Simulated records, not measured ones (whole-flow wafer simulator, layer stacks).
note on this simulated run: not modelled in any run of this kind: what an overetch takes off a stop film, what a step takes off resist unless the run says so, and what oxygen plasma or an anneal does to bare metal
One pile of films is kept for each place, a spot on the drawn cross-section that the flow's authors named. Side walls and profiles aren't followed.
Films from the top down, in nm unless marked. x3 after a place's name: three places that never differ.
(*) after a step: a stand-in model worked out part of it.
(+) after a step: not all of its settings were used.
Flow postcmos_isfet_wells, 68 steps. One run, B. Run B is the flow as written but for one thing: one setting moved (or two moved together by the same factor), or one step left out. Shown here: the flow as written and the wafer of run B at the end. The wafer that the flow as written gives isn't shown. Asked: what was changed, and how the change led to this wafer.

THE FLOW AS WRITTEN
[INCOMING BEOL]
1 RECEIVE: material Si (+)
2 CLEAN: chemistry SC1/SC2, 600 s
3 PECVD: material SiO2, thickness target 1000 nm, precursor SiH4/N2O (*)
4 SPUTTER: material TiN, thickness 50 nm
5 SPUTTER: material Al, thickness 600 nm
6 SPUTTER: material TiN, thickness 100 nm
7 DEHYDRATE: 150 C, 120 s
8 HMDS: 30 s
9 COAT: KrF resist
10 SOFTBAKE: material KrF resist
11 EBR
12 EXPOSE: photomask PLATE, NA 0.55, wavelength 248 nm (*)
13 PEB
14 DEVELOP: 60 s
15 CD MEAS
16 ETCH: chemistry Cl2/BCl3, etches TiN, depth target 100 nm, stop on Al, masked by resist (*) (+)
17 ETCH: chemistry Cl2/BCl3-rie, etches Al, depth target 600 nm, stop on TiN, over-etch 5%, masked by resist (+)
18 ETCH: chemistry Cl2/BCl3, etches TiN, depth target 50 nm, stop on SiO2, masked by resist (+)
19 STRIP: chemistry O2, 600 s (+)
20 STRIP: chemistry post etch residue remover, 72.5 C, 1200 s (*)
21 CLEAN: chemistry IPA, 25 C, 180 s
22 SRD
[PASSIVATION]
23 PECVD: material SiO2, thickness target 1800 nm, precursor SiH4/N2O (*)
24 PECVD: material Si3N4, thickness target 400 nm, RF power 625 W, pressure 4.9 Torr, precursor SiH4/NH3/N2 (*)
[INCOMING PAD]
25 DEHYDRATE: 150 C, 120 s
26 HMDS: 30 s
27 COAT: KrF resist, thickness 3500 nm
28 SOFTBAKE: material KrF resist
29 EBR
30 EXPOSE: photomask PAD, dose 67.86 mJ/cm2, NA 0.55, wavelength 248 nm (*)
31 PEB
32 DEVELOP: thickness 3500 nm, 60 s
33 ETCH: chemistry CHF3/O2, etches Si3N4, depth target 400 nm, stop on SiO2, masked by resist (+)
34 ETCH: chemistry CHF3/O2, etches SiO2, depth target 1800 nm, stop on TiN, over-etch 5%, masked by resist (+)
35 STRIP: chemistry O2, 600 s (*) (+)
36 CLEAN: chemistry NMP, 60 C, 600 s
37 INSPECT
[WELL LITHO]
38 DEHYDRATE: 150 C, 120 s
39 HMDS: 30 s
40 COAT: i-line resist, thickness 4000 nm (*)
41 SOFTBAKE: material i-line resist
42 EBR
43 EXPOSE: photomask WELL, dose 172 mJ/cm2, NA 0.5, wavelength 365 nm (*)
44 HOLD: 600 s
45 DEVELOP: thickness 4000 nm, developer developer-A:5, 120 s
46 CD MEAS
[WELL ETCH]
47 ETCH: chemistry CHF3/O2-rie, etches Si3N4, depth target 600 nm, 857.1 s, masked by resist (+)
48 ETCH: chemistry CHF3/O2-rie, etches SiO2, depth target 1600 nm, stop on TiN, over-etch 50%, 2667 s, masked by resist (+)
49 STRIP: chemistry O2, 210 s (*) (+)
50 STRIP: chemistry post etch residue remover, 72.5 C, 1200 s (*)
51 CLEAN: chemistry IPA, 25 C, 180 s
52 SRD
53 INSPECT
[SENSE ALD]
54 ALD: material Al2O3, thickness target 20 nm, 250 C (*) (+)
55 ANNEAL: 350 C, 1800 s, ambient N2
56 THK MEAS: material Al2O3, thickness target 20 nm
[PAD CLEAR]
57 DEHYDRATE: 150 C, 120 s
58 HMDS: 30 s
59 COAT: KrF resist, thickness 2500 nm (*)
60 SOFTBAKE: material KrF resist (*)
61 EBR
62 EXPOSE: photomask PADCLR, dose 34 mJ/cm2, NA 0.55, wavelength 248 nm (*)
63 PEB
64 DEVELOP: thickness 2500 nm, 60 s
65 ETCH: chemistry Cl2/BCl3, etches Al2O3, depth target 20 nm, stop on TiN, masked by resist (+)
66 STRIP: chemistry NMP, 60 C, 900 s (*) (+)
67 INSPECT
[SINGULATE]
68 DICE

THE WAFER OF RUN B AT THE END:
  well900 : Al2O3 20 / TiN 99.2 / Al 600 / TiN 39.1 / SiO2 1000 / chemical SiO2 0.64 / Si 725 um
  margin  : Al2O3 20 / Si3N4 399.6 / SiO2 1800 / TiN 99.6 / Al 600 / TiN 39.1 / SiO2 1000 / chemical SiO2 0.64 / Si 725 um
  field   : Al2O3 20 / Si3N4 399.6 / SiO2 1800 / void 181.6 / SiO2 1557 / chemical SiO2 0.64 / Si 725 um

The cause: step 4, SPUTTER: thickness 39.06 nm was run, where the flow has thickness 50 nm.
It can be read off the wafer: well900 has TiN 39.1, and step 4 as written asks for 50 nm.

How the change led to this, step by step:
  4 SPUTTER: material TiN, thickness 50 nm
      field, margin, well900, well1300 x3, pad_rim, pad_clr, pad_open: TiN +39.1 (new film) (as written it would be: TiN +50 (new film))
  18 ETCH: chemistry Cl2/BCl3, etches TiN, depth target 50 nm, stop on SiO2, masked by resist (+)
      field: TiN -39.1 (all of it) (as written it would be: TiN -50 (all of it))
  23 PECVD: material SiO2, thickness target 1800 nm, precursor SiH4/N2O (*)
      field: SiO2 +1800 (new film), void +181.6 (new film), SiO2 +557 (as written it would be: SiO2 +1800 (new film), void +189.9 (new film), SiO2 +559.7)
